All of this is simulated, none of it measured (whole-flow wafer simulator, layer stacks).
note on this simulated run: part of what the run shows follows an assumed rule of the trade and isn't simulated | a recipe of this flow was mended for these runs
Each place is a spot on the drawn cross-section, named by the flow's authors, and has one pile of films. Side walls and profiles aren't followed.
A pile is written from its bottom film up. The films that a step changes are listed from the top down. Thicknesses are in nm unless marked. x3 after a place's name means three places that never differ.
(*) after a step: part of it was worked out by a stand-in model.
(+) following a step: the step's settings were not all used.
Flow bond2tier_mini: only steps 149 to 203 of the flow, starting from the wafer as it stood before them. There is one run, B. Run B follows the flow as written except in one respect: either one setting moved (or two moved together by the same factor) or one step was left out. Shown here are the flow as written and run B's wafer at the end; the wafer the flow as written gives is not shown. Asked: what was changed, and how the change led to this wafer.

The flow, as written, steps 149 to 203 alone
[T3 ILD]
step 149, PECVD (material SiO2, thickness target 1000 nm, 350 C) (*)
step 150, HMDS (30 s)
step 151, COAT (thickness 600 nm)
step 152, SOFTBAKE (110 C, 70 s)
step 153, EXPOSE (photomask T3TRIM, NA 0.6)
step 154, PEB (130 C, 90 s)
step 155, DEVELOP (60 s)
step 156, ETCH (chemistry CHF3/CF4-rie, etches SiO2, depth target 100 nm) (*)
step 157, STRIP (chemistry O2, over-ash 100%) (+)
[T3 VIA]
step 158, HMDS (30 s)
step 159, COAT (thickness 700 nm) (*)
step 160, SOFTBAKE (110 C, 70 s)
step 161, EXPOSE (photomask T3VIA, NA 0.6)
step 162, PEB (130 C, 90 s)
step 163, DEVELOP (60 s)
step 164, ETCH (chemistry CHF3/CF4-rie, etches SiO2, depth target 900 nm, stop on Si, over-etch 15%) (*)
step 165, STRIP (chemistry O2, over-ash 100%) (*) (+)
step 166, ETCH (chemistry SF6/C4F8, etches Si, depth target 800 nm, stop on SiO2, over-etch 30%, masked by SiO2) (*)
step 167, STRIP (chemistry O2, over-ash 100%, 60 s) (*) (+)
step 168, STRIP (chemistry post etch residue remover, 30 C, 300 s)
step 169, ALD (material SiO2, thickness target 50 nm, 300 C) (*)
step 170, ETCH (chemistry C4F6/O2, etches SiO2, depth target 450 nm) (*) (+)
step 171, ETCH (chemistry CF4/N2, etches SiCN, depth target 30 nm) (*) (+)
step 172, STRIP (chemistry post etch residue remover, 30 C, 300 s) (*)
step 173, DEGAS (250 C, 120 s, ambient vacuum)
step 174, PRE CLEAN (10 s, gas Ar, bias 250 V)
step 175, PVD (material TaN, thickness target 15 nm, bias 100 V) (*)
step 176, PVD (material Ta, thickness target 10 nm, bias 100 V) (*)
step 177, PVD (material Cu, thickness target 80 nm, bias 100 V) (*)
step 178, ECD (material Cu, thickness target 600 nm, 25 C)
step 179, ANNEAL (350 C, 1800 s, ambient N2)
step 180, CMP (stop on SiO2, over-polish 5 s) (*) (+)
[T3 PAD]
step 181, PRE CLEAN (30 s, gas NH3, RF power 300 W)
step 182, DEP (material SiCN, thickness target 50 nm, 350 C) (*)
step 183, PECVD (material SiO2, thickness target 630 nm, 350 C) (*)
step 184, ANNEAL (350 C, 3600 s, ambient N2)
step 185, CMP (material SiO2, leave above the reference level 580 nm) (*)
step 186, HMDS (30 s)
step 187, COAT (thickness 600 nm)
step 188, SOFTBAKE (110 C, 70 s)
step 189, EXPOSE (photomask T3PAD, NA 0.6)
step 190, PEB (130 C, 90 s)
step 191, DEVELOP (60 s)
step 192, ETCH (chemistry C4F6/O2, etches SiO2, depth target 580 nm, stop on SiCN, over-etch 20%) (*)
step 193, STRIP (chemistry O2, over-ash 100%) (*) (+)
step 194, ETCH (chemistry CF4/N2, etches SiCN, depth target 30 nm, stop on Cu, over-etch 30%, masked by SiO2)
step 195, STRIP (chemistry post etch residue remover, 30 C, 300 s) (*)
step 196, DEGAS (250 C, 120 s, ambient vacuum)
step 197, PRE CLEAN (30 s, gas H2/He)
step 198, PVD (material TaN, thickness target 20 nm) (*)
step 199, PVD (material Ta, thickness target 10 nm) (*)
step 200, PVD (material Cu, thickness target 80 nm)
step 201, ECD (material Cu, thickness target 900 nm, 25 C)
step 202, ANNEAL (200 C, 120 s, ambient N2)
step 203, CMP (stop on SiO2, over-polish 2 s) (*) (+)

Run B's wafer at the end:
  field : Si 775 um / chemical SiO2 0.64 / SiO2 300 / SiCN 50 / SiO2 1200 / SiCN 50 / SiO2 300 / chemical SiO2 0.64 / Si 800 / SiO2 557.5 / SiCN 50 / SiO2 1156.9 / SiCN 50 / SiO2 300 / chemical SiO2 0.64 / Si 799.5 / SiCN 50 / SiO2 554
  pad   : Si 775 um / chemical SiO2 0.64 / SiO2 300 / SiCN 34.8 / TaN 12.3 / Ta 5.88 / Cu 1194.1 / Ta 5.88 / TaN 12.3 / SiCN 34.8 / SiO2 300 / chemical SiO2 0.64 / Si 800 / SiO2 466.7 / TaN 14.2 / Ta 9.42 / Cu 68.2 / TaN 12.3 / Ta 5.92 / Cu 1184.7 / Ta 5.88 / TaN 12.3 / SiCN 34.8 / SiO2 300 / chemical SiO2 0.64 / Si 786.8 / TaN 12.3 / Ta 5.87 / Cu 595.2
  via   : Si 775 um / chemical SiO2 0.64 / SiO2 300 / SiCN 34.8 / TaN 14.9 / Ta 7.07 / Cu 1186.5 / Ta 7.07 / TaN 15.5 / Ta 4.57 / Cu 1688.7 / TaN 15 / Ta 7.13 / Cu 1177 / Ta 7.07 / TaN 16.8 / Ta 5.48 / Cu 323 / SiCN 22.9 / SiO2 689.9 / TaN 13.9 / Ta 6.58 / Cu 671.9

What caused this: step 149, PECVD: thickness target 400 nm was run, while the flow as written has thickness target 1000 nm.

Step by step, how the change led to this:
  step 149, PECVD (material SiO2, thickness target 1000 nm, 350 C) (*)
      field, pad, via: +400 SiO2 (new film) (in the flow as written it would be: +1000 SiO2 (new film))
  step 164, ETCH (chemistry CHF3/CF4-rie, etches SiO2, depth target 900 nm, stop on Si, over-etch 15%) (*)
      field, pad: -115 thick-KrF-resist (in the flow as written it would be: -345 thick-KrF-resist)
      via: -300 SiO2 (all of it), -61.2 Si (in the flow as written it would be: -900 SiO2 (all of it), -11.2 Si)
  step 165, STRIP (chemistry O2, over-ash 100%) (*) (+)
      field: -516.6 thick-KrF-resist (all of it) (in the flow as written it would be: -286.6 thick-KrF-resist (all of it))
      pad: -602.9 thick-KrF-resist (all of it) (in the flow as written it would be: -372.9 thick-KrF-resist (all of it))
  step 166, ETCH (chemistry SF6/C4F8, etches Si, depth target 800 nm, stop on SiO2, over-etch 30%, masked by SiO2) (*)
      field, pad: -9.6 SiO2 (in the flow as written it would be: -10.3 SiO2)
      via: -738.8 Si (all of it), -0.64 chemical SiO2 (all of it), -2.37 SiO2 (in the flow as written it would be: -788.8 Si (all of it), -0.64 chemical SiO2 (all of it), -1.87 SiO2)
  step 170, ETCH (chemistry C4F6/O2, etches SiO2, depth target 450 nm) (*) (+)
      field: -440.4 SiO2 (all of it), -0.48 Si (in the flow as written it would be: -450 SiO2)
      pad: -340.4 SiO2 (all of it), -5.48 Si (in the flow as written it would be: -450 SiO2)
  step 171, ETCH (chemistry CF4/N2, etches SiCN, depth target 30 nm) (*) (+)
      field, pad: nothing (in the flow as written it would be: -20 SiO2)
  step 174, PRE CLEAN (10 s, gas Ar, bias 250 V)
      field, pad: nothing (in the flow as written it would be: -3 SiO2)
  step 175, PVD (material TaN, thickness target 15 nm, bias 100 V) (*)
      pad: +15 TaN (new film) (in the flow as written it would be: +14.2 TaN (new film))
      via: +8.28 TaN (in the flow as written it would be: +6.94 TaN)
  step 176, PVD (material Ta, thickness target 10 nm, bias 100 V) (*)
      pad: +10 Ta (new film) (in the flow as written it would be: +9.42 Ta (new film))
      via: +5.48 Ta (new film) (in the flow as written it would be: +4.57 Ta (new film))
  step 177, PVD (material Cu, thickness target 80 nm, bias 100 V) (*)
      pad: +80 Cu (new film) (in the flow as written it would be: +75.3 Cu (new film))
      via: +42.6 Cu (new film) (in the flow as written it would be: +35 Cu (new film))
  step 178, ECD (material Cu, thickness target 600 nm, 25 C)
      pad: +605 Cu (in the flow as written it would be: +706.1 Cu)
      via: +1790 Cu (in the flow as written it would be: +2367 Cu)
  step 180, CMP (stop on SiO2, over-polish 5 s) (*) (+)
      field: -680 Cu (all of it), -10 Ta (all of it), -15 TaN (all of it) (in the flow as written it would be: -680 Cu (all of it), -10 Ta (all of it), -15 TaN (all of it), -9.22 SiO2)
      pad: -685 Cu (all of it), -10 Ta (all of it), -15 TaN (all of it) (in the flow as written it would be: -711.3 Cu)
      (as well as at 1 more place)
  step 182, DEP (material SiCN, thickness target 50 nm, 350 C) (*)
      via: +22.9 SiCN (new film) (in the flow as written it would be: +50 SiCN (new film))
  step 183, PECVD (material SiO2, thickness target 630 nm, 350 C) (*)
      via: +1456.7 SiO2 (new film) (in the flow as written it would be: +630 SiO2 (new film))
  step 185, CMP (material SiO2, leave above the reference level 580 nm) (*)
      pad, via: -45 SiO2 (in the flow as written it would be: -50 SiO2)
      field: -50 SiO2 (in the flow as written it would be: -47.1 SiO2)
  step 192, ETCH (chemistry C4F6/O2, etches SiO2, depth target 580 nm, stop on SiCN, over-etch 20%) (*)
      via: -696 SiO2 (in the flow as written it would be: -580 SiO2 (all of it), -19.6 SiCN)
      pad: -585 SiO2 (all of it), -18.7 SiCN (in the flow as written it would be: -580 SiO2 (all of it), -19.6 SiCN)
  ... 5 further steps ...
  step 201, ECD (material Cu, thickness target 900 nm, 25 C)
      via: +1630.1 Cu (in the flow as written it would be: +1534.4 Cu)
With metal films that touch counted as one body, via has 2 bodies (between them, from the top down: SiO2 689.9 / SiCN 22.9); the flow as written gives 1 body.
